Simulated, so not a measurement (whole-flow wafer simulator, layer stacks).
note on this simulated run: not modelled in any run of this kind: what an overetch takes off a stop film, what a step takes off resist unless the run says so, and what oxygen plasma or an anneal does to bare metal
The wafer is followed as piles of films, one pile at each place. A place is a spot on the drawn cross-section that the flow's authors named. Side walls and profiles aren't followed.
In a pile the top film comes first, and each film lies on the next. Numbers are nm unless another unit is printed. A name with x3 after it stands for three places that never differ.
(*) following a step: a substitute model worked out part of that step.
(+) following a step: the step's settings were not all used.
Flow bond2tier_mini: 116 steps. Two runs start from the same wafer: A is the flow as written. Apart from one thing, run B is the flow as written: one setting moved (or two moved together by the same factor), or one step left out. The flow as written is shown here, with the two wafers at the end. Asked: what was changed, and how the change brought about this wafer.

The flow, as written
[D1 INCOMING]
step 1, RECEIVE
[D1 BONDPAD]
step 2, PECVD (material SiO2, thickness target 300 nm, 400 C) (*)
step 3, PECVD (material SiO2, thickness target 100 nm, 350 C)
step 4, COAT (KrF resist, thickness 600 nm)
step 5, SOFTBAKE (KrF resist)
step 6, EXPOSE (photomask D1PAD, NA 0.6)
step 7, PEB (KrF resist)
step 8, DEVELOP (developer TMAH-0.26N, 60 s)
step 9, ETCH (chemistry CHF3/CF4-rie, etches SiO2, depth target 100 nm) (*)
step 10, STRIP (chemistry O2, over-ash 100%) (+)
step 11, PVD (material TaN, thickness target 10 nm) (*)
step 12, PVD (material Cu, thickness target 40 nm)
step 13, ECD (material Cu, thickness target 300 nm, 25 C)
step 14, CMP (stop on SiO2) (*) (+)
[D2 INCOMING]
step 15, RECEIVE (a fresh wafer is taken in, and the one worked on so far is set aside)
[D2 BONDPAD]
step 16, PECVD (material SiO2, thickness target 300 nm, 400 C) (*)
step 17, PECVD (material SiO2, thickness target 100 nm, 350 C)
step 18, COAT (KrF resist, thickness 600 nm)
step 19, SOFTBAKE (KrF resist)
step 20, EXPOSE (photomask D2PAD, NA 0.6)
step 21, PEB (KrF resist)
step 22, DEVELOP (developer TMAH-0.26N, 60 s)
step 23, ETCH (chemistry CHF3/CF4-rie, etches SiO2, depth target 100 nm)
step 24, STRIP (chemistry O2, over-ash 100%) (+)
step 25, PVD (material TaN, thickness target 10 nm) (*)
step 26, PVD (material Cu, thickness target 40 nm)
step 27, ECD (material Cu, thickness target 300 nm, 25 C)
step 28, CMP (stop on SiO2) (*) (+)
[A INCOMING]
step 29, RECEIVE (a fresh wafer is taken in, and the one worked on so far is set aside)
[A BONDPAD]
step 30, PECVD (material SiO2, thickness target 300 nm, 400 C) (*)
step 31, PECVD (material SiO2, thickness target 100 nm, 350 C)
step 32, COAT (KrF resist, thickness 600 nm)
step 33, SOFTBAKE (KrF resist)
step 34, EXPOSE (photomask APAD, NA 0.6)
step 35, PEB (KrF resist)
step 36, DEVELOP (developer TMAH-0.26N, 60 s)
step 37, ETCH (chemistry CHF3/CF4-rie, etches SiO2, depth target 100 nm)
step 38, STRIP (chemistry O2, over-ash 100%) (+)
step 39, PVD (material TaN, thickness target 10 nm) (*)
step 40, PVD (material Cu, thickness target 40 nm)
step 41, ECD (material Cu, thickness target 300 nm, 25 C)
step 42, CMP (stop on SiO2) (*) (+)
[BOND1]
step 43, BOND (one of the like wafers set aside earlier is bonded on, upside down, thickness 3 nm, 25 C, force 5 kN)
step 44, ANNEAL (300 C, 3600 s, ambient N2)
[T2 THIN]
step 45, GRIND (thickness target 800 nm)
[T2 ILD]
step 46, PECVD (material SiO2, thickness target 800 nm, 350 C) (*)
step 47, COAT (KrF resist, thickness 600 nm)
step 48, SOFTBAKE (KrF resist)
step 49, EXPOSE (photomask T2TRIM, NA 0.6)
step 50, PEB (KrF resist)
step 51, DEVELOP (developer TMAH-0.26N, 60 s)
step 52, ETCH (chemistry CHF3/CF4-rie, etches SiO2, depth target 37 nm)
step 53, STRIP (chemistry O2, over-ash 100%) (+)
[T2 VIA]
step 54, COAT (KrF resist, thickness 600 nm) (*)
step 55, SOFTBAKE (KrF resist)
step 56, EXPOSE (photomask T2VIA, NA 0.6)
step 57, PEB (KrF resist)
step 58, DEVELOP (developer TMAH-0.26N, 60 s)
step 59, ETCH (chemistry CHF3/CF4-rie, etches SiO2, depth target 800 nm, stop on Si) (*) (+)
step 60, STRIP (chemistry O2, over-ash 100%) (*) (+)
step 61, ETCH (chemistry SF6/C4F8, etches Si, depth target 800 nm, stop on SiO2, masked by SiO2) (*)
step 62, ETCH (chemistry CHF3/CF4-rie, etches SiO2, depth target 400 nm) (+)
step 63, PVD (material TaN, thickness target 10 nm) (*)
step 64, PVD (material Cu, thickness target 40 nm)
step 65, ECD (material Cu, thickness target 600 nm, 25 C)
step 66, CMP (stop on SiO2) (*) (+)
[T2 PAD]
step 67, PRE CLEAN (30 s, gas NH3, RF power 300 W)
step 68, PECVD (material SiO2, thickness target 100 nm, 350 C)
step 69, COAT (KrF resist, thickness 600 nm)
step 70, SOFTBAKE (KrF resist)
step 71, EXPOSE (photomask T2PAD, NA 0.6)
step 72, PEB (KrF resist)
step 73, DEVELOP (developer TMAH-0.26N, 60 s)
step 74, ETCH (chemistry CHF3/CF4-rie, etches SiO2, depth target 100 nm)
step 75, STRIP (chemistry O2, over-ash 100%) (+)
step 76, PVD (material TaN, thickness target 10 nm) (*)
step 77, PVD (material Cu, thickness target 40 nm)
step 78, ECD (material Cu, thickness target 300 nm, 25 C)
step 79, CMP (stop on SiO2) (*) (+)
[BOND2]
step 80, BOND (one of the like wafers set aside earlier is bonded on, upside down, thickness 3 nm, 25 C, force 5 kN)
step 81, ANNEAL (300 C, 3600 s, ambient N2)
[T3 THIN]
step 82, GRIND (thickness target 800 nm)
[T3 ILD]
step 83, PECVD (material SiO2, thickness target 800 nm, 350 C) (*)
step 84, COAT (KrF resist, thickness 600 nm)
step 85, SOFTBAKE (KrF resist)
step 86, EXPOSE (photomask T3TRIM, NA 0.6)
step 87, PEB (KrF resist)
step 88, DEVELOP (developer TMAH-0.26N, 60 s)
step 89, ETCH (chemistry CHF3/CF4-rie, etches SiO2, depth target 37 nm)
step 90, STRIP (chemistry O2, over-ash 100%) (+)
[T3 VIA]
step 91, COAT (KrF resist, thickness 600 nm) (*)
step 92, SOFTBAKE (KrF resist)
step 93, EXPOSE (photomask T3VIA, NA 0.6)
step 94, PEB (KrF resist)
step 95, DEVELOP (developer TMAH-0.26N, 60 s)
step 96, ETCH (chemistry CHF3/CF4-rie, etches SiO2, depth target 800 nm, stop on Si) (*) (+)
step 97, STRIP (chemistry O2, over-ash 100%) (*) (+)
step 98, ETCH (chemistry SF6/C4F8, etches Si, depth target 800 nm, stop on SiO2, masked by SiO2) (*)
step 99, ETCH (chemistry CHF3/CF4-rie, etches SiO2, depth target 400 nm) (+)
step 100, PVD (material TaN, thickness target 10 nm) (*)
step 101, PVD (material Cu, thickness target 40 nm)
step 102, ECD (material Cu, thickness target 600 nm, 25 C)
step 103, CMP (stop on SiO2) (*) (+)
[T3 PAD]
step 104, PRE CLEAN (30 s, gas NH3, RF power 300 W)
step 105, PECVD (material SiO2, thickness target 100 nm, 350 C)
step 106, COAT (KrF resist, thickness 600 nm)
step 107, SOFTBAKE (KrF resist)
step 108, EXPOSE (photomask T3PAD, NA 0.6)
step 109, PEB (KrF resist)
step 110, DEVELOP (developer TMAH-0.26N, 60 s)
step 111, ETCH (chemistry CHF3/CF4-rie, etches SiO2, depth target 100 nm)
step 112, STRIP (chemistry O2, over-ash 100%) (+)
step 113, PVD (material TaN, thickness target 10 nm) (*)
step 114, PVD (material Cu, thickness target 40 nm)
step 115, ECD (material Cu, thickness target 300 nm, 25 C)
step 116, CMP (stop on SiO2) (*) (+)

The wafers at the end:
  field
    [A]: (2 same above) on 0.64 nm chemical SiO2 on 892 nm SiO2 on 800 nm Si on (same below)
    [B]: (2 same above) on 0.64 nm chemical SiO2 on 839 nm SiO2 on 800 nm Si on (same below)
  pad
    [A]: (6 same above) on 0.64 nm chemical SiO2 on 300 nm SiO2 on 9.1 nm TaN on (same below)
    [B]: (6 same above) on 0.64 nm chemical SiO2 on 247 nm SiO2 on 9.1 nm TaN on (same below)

What caused this: step 17, PECVD: thickness target 47 nm was run, while the flow as written has thickness target 100 nm.

Step by step, how the change led to this:
  step 17, PECVD (material SiO2, thickness target 100 nm, 350 C)
      field, pad, via: A SiO2 gains 100 | B SiO2 gains 47
  step 80, BOND (one of the like wafers set aside earlier is bonded on, upside down, thickness 3 nm, 25 C, force 5 kN)
      field: A Si gains 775 um (new film), chemical SiO2 gains 0.64 (new film), SiO2 gains 400 | B Si gains 775 um (new film), chemical SiO2 gains 0.64 (new film), SiO2 gains 347
      pad: A Si gains 775 um (new film), chemical SiO2 gains 0.64 (new film), SiO2 gains 300 (new film), TaN gains 9.1 (new film), Cu gains 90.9 | B Si gains 775 um (new film), chemical SiO2 gains 0.64 (new film), SiO2 gains 247 (new film), TaN gains 9.1 (new film), Cu gains 90.9
